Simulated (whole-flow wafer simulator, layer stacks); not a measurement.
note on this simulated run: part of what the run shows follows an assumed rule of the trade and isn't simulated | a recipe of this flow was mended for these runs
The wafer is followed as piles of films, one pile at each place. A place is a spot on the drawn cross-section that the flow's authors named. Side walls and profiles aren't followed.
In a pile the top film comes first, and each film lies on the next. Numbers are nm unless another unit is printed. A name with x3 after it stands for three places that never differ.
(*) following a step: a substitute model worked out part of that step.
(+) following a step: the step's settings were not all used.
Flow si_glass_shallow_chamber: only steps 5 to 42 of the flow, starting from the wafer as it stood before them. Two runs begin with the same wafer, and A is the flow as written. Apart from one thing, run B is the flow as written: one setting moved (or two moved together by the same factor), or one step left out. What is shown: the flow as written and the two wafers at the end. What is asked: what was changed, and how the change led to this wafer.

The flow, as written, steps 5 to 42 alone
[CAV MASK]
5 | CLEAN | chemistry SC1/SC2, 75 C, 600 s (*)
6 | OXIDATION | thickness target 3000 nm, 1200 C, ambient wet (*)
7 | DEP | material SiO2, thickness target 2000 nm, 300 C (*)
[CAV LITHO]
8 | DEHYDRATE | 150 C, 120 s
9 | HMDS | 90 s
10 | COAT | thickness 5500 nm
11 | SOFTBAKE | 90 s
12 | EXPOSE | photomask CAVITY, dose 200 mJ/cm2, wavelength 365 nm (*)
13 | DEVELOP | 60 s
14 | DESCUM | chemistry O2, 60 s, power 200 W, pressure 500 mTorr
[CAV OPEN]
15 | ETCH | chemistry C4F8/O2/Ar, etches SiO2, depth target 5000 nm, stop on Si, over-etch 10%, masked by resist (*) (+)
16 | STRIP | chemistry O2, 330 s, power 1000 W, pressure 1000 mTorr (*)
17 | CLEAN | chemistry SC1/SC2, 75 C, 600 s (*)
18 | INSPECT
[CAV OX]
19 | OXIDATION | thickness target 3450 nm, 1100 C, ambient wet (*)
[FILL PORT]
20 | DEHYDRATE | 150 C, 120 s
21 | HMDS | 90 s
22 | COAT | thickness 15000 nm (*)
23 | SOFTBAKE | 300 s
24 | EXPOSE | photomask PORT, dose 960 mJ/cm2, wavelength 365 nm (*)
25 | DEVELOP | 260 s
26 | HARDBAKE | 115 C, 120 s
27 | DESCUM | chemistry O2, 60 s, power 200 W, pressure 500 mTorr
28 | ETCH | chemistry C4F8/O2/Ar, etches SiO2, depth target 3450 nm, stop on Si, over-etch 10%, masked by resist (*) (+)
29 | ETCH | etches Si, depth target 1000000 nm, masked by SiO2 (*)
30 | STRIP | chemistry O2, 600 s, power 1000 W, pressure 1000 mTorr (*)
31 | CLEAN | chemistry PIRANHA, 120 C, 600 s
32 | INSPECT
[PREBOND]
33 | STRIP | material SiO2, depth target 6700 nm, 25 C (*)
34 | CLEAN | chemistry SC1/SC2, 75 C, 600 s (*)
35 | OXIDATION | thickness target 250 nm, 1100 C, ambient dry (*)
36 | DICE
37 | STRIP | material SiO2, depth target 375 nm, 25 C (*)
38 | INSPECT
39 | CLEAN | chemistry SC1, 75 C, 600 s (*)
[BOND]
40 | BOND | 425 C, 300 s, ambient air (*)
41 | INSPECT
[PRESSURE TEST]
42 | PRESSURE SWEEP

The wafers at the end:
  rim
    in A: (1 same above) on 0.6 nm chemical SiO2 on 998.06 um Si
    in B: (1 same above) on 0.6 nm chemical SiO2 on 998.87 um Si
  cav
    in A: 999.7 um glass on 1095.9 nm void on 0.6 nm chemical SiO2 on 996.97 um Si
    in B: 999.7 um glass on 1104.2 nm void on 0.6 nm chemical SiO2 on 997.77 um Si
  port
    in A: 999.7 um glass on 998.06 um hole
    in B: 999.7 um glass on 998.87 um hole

Cause: step 6, OXIDATION: 840 C was run, though the flow has 1200 C.

Step by step, how the change led to this:
  6 | OXIDATION | thickness target 3000 nm, 1200 C, ambient wet (*)
      rim, ramp, cav, port, septum, ring: A +3000 SiO2 (new film), -0.6 chemical SiO2 (all of it), -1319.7 Si | B +469.2 SiO2 (new film), -0.6 chemical SiO2 (all of it), -206.2 Si
  15 | ETCH | chemistry C4F8/O2/Ar, etches SiO2, depth target 5000 nm, stop on Si, over-etch 10%, masked by resist (*) (+)
      rim, ramp, septum, ring: A -1100 thick-i-line-resist | B -543.2 thick-i-line-resist
      cav, port: A -5000 SiO2 (all of it), -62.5 Si | B -2469.2 SiO2 (all of it), -378.8 Si
  16 | STRIP | chemistry O2, 330 s, power 1000 W, pressure 1000 mTorr (*)
      rim, ramp, septum, ring: A -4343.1 thick-i-line-resist (all of it) | B -4899.8 thick-i-line-resist (all of it)
  19 | OXIDATION | thickness target 3450 nm, 1100 C, ambient wet (*)
      rim, ramp, septum, ring: A +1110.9 SiO2, -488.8 Si | B +1811 SiO2, -796.8 Si
  22 | COAT | thickness 15000 nm (*)
      rim: A +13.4 um thick-i-line-resist (new film) | B +14.16 um thick-i-line-resist (new film)
      ramp: A +12.89 um thick-i-line-resist (new film) | B +13.9 um thick-i-line-resist (new film)
      (as well as at 4 more places)
  23 | SOFTBAKE | 300 s
      rim: A -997 thick-i-line-resist | B -496.1 thick-i-line-resist
      ramp: A -487.1 thick-i-line-resist | B -232.9 thick-i-line-resist
      (as well as at 4 more places)
  25 | DEVELOP | 260 s
      port: A -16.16 um thick-i-line-resist (all of it) | B -15.59 um thick-i-line-resist (all of it)
  26 | HARDBAKE | 115 C, 120 s
      rim, ramp: A -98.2 thick-i-line-resist | B -113.8 thick-i-line-resist
      cav: A -147.1 thick-i-line-resist | B -136.5 thick-i-line-resist
  29 | ETCH | etches Si, depth target 1000000 nm, masked by SiO2 (*)
      rim, ramp: A -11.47 um thick-i-line-resist (all of it), -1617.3 SiO2 | B -12.72 um thick-i-line-resist (all of it), -953.1 SiO2
      port: A +997.05 um hole (new film), -997.05 um Si (all of it) | B +997.84 um hole (new film), -997.84 um Si (all of it)
      (as well as at 2 more places)
  30 | STRIP | chemistry O2, 600 s, power 1000 W, pressure 1000 mTorr (*)
      cav: A -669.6 thick-i-line-resist (all of it) | B -118.6 thick-i-line-resist (all of it)
  33 | STRIP | material SiO2, depth target 6700 nm, 25 C (*)
      rim, ramp: A -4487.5 SiO2 (all of it) | B -3321.1 SiO2 (all of it)
      septum: A -5732.1 SiO2 (all of it) | B -3960 SiO2 (all of it)
      (as well as at 1 more place)
